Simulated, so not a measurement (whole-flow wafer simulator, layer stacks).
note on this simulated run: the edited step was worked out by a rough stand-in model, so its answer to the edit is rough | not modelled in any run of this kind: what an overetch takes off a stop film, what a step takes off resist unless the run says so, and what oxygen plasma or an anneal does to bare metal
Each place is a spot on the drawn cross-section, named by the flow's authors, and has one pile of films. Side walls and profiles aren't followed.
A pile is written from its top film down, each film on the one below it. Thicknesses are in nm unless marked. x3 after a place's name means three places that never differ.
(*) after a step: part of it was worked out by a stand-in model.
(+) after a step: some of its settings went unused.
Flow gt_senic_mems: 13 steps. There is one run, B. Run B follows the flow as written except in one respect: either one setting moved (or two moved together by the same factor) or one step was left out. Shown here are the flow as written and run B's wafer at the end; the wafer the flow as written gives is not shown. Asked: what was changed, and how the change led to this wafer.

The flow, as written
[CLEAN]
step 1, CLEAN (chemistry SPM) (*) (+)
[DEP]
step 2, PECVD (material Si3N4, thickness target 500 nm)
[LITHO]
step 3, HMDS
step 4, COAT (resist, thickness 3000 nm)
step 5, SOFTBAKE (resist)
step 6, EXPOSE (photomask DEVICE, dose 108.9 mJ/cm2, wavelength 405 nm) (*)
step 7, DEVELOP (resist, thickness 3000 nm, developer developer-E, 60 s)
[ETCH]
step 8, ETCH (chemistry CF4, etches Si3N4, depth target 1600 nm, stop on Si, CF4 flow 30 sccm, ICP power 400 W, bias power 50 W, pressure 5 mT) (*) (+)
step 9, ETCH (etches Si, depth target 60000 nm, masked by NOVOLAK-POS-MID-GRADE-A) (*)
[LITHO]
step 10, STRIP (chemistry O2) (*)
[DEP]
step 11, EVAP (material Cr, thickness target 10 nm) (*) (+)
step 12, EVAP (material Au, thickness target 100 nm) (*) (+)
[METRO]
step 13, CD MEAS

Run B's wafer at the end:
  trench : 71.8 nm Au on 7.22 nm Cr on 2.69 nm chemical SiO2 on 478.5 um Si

Cause: step 9, ETCH: depth target 46500 nm was run, though the flow has depth target 60000 nm.

The path from the change to this, step by step:
  step 9, ETCH (etches Si, depth target 60000 nm, masked by NOVOLAK-POS-MID-GRADE-A) (*)
      field: resist loses 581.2 (it would be, as written: resist loses 750)
      trench: Si loses 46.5 um (it would be, as written: Si loses 60 um)
  step 10, STRIP (chemistry O2) (*)
      field: resist loses 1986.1 (all of it) (it would be, as written: resist loses 1817.3 (all of it))
  step 11, EVAP (material Cr, thickness target 10 nm) (*) (+)
      trench: Cr gains 7.22 (new film) (it would be, as written: Cr gains 6.45 (new film))
  step 12, EVAP (material Au, thickness target 100 nm) (*) (+)
      trench: Au gains 71.8 (new film) (it would be, as written: Au gains 64.1 (new film))
